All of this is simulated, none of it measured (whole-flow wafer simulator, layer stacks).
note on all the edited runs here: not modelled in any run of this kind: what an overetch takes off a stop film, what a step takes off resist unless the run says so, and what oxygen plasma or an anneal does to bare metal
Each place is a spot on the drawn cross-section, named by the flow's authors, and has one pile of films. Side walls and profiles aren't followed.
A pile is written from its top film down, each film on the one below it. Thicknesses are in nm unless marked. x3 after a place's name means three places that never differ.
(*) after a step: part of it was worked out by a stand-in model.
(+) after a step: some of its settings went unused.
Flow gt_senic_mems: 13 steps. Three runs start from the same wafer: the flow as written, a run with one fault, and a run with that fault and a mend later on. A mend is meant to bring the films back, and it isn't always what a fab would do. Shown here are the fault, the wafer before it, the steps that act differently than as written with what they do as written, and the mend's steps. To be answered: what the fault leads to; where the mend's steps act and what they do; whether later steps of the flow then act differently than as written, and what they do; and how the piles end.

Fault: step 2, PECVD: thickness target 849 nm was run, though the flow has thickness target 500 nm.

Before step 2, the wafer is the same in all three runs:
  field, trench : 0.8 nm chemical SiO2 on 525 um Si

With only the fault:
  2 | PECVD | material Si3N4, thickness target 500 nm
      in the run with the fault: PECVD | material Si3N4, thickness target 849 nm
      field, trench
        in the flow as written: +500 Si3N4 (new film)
        in the run with the fault: +849 Si3N4 (new film)
  Later steps of the flow acting differently than as written (not shown: 2 more steps that differ only slightly, by at most 2% or 0.5 nm, whichever is larger):
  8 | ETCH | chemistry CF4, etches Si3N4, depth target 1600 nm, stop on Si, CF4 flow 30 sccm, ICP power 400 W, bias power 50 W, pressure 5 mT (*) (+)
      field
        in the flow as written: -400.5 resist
        in the run with the fault: -633.2 resist
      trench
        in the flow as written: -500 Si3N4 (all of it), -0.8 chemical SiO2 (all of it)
        in the run with the fault: -849 Si3N4 (all of it), -0.8 chemical SiO2 (all of it)
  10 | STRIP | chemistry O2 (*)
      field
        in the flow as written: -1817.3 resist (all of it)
        in the run with the fault: -1584.6 resist (all of it)
  By the end, the piles at field depart from the flow's by more than 2% or 0.5 nm, whichever is larger.
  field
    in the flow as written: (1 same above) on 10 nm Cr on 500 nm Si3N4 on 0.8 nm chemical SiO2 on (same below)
    in the run with the fault: (1 same above) on 10 nm Cr on 849 nm Si3N4 on 0.8 nm chemical SiO2 on (same below)

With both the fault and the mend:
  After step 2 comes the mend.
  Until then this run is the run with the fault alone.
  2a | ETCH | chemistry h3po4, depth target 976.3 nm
      field, trench
        -849 Si3N4 (all of it)
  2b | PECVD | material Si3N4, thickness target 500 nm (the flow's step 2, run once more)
      field, trench
        +500 Si3N4 (new film)
  Every later step of the flow that is run acts as written at every place that is followed.
  The piles end the same as the flow's at every place that both follow.
